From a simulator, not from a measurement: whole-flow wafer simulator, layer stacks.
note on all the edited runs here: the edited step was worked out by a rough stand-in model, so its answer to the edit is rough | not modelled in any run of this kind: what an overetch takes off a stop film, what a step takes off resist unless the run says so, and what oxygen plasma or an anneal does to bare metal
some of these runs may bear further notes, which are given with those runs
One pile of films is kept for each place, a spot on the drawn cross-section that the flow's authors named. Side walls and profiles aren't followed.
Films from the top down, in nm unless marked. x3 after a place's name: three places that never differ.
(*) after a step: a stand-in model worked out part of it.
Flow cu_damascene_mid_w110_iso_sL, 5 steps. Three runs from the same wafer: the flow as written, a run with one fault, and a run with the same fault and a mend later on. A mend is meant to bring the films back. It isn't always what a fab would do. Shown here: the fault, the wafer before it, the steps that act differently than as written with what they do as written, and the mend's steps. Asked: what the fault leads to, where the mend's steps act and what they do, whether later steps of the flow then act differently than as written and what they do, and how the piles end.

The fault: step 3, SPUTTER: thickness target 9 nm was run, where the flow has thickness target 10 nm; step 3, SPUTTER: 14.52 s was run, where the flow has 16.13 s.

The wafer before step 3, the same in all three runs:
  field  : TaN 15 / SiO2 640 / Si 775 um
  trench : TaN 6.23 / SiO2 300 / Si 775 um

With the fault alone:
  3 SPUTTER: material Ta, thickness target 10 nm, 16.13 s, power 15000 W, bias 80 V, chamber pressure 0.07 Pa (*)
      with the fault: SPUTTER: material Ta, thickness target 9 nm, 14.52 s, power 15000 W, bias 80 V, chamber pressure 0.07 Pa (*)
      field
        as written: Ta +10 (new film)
        with the fault: Ta +9 (new film)
  No later step of the flow acts differently than as written, at any place that is followed, by more than 2% or 0.5 nm, whichever is larger.
  At the end the piles differ from the flow's by more than 2% or 0.5 nm, whichever is larger, at field.
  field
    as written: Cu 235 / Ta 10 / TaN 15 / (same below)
    with the fault: Cu 235 / Ta 9 / TaN 15 / (same below)

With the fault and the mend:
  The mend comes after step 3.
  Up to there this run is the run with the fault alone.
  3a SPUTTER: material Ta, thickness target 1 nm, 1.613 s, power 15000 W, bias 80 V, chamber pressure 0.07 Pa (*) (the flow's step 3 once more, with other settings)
      field
        Ta +1
      trench
        Ta +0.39
  No later step of the flow acts differently than as written at any place that is followed.
  At the end the piles differ from the flow's only slightly at the places that both follow, by at most 2% or 0.5 nm, whichever is larger.
